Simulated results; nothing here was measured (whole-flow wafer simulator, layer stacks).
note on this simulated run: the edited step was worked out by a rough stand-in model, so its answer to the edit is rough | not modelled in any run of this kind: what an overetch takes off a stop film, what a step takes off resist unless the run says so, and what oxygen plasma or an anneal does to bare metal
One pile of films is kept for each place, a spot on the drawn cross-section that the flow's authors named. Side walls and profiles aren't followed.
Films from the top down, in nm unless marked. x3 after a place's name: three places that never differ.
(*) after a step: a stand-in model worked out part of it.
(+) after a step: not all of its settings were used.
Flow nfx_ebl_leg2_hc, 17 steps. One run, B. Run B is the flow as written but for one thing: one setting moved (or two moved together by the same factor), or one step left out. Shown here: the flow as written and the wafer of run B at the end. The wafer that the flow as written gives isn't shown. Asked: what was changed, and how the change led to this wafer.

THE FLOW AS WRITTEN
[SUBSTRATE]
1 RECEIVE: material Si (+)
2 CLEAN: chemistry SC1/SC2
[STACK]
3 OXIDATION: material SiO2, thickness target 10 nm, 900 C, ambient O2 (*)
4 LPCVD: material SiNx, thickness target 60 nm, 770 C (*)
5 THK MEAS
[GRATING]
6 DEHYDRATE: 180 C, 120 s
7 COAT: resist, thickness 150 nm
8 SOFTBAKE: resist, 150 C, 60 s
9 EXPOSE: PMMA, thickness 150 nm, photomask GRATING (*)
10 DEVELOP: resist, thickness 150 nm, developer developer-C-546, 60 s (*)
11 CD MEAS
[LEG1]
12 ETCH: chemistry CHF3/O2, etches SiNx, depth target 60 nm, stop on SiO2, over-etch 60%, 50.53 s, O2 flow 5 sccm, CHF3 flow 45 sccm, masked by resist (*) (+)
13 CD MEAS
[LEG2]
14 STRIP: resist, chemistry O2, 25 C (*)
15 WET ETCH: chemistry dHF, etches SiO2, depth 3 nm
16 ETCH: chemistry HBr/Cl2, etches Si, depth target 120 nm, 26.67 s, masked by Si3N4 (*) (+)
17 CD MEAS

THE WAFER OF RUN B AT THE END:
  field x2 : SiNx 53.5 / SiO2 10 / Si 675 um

The cause: step 4, LPCVD: thickness target 64.9 nm was run, where the flow has thickness target 60 nm.

How the change led to this, step by step:
  4 LPCVD: material SiNx, thickness target 60 nm, 770 C (*)
      field x2, pad x2: SiNx +64.9 (new film) (as written it would be: SiNx +60 (new film))
  12 ETCH: chemistry CHF3/O2, etches SiNx, depth target 60 nm, stop on SiO2, over-etch 60%, 50.53 s, O2 flow 5 sccm, CHF3 flow 45 sccm, masked by resist (*) (+)
      pad x2: SiNx -64.9 (all of it), SiO2 -10 (all of it) (as written it would be: SiNx -60 (all of it), SiO2 -10 (all of it))
